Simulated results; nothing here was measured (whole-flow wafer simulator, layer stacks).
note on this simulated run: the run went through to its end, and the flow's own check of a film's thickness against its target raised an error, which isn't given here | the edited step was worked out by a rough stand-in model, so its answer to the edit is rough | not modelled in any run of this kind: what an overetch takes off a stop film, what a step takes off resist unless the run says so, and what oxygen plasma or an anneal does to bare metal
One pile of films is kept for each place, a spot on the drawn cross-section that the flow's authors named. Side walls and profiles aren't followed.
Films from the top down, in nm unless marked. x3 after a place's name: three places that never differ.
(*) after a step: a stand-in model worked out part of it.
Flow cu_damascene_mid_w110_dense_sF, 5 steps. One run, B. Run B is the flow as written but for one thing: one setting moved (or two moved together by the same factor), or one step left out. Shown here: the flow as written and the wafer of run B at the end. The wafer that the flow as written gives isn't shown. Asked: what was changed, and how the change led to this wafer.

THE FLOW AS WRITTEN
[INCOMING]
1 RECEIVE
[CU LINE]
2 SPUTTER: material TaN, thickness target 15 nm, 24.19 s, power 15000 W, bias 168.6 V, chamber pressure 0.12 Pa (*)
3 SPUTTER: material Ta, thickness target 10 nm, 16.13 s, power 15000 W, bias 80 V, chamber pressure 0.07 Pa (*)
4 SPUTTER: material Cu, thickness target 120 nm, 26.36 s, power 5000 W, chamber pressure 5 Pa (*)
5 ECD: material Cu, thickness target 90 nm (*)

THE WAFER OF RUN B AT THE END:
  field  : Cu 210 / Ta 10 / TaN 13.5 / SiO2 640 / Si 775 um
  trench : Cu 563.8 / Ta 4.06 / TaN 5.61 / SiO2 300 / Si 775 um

The cause: step 2, SPUTTER: thickness target 13.5 nm was run, where the flow has thickness target 15 nm; step 2, SPUTTER: 21.77 s was run, where the flow has 24.19 s.
It can be read off the wafer: field has TaN 13.5, and step 2 as written asks for 15 nm.

How the change led to this, step by step:
  2 SPUTTER: material TaN, thickness target 15 nm, 24.19 s, power 15000 W, bias 168.6 V, chamber pressure 0.12 Pa (*)
      field: TaN +13.5 (new film) (as written it would be: TaN +15 (new film))
      trench: TaN +5.61 (new film) (as written it would be: TaN +6.23 (new film))
